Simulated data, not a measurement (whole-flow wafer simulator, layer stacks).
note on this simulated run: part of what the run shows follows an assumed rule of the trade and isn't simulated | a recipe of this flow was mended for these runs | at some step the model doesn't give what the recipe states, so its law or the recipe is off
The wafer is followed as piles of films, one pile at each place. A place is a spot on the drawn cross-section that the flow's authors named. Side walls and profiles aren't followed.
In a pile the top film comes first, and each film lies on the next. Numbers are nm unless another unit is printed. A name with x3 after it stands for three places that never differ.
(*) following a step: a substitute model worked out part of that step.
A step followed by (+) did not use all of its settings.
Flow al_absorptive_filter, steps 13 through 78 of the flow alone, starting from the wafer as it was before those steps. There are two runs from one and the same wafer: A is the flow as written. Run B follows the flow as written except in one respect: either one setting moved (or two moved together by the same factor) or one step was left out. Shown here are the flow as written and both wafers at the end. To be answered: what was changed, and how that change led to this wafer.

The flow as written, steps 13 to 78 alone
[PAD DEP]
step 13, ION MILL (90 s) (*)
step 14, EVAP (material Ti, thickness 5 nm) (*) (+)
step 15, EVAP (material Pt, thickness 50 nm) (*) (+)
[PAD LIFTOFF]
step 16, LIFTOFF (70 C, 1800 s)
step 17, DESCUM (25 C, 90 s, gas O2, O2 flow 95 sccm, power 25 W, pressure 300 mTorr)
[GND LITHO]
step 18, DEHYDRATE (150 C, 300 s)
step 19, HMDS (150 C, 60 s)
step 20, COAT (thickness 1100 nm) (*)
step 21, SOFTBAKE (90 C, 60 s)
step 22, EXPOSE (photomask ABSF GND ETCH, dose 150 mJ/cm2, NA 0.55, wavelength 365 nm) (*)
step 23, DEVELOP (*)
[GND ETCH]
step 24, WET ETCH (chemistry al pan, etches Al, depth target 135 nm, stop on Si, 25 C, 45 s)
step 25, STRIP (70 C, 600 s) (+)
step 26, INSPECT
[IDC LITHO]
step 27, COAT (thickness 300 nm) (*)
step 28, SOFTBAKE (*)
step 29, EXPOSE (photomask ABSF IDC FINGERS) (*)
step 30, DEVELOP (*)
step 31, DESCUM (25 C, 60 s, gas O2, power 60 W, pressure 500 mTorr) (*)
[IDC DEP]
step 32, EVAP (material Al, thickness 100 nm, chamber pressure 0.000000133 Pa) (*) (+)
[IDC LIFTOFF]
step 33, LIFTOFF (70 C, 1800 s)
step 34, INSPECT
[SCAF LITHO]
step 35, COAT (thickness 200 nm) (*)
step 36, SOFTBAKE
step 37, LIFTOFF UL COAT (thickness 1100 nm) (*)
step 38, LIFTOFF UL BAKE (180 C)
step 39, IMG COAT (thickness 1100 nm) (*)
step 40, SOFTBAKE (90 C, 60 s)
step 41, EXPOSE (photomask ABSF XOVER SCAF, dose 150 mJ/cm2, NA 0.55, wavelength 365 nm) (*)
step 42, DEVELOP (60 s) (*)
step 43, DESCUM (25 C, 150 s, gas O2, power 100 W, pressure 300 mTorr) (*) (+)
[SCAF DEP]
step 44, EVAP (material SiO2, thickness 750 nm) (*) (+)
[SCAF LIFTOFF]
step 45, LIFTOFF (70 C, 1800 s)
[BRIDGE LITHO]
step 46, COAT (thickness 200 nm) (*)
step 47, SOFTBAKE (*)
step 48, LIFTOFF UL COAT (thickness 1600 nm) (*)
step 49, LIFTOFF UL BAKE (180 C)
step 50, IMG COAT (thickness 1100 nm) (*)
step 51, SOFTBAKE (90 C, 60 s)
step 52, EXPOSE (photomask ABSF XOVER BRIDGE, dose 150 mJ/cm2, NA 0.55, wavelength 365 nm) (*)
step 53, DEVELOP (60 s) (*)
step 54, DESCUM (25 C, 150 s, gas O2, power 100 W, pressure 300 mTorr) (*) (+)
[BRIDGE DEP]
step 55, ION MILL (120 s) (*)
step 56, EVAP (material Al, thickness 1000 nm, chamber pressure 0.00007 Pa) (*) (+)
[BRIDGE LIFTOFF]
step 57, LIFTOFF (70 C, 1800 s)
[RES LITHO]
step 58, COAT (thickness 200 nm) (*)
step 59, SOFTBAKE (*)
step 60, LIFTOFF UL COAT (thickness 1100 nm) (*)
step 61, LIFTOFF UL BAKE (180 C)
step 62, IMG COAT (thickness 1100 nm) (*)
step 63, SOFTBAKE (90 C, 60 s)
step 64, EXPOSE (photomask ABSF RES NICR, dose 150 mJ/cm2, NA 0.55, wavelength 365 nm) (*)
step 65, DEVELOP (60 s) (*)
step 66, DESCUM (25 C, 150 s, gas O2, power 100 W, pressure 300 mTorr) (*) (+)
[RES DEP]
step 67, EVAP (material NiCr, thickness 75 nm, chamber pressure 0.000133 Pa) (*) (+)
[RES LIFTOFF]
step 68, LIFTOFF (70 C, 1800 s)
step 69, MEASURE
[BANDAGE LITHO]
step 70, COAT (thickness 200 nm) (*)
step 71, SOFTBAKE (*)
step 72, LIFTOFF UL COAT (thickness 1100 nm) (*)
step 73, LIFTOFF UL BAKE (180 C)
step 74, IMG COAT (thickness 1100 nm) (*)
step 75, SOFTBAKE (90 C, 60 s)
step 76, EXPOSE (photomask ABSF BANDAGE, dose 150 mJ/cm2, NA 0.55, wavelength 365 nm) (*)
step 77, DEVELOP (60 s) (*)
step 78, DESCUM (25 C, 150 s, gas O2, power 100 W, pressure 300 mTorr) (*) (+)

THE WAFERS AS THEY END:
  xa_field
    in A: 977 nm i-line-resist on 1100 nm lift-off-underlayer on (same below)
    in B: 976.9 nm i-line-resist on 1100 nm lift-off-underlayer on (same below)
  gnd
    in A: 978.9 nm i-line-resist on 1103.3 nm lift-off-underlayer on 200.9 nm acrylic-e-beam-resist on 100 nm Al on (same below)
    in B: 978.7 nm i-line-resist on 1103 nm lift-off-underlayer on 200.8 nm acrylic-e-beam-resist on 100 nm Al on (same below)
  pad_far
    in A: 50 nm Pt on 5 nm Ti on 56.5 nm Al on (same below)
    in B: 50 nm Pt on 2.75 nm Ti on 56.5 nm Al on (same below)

Cause: step 14, EVAP: thickness 2.75 nm was run, whereas the flow has thickness 5 nm.
One can read it off the wafer: pad_far has Ti 2.75, and step 14 as written asks for 5 nm.

The path from the change to this, step by step:
  step 14, EVAP (material Ti, thickness 5 nm) (*) (+)
      gnd, pad_far, pad_near and 11 more: A +5 Ti (new film) | B +2.75 Ti (new film)
  step 16, LIFTOFF (70 C, 1800 s)
      gnd, ledge, res and 9 more: A -50 Pt (all of it), -5 Ti (all of it), -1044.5 i-line-resist (all of it), -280 lift-off-underlayer (all of it) | B -50 Pt (all of it), -2.75 Ti (all of it), -1044.5 i-line-resist (all of it), -280 lift-off-underlayer (all of it)
